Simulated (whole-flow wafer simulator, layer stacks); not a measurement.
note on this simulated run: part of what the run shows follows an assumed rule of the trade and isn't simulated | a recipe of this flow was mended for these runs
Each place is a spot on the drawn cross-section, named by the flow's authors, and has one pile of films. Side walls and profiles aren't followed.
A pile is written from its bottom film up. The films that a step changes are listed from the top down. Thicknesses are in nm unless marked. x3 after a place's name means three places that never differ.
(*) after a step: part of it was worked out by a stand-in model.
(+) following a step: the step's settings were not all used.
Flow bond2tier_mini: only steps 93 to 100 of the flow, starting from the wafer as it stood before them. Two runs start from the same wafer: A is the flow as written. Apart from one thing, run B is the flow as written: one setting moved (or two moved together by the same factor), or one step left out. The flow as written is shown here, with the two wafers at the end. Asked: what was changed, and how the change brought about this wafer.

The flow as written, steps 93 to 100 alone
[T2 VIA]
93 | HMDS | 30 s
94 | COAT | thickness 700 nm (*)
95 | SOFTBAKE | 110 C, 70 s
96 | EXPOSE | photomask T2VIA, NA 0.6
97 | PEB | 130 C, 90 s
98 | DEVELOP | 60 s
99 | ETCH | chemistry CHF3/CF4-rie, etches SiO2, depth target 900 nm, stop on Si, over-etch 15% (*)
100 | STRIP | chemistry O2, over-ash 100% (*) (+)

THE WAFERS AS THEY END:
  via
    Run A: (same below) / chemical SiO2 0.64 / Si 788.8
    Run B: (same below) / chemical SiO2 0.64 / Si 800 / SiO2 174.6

What caused this: step 99, ETCH: depth target 630.8 nm was run, though the flow has depth target 900 nm.

How this came from the change, step by step:
  99 | ETCH | chemistry CHF3/CF4-rie, etches SiO2, depth target 900 nm, stop on Si, over-etch 15% (*)
      via: A SiO2 loses 900 (all of it), Si loses 11.2 | B SiO2 loses 725.4
      field, pad: A thick-KrF-resist loses 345 | B thick-KrF-resist loses 241.8
  100 | STRIP | chemistry O2, over-ash 100% (*) (+)
      field: A thick-KrF-resist loses 286.6 (all of it) | B thick-KrF-resist loses 389.8 (all of it)
      pad: A thick-KrF-resist loses 372.9 (all of it) | B thick-KrF-resist loses 476.1 (all of it)
